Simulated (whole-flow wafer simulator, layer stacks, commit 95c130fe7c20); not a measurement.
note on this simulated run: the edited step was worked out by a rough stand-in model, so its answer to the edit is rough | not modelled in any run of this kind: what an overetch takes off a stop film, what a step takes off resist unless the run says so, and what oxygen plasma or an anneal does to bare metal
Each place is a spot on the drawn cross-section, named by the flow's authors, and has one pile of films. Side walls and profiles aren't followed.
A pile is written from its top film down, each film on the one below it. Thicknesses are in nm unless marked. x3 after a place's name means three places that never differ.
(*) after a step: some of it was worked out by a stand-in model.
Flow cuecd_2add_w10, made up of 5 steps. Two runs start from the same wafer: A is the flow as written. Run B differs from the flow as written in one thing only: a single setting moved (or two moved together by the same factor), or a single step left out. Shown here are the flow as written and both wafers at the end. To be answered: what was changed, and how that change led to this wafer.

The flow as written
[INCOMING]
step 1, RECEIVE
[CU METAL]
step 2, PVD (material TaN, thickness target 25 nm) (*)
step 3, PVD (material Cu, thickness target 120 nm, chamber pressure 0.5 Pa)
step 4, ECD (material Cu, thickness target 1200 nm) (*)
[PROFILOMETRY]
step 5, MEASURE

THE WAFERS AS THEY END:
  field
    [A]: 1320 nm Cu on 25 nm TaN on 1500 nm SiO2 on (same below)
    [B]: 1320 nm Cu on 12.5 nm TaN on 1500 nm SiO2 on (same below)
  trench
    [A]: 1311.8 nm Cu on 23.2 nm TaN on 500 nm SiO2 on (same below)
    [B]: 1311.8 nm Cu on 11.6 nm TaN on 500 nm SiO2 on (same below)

Cause: step 2, PVD: thickness target 12.5 nm was run, though the flow has thickness target 25 nm.
The wafer lets one read it off: field has TaN 12.5, and step 2 as written asks for 25 nm.

The path from the change to this, step by step:
  step 2, PVD (material TaN, thickness target 25 nm) (*)
      field: A TaN gains 25 (new film) | B TaN gains 12.5 (new film)
      trench: A TaN gains 23.2 (new film) | B TaN gains 11.6 (new film)
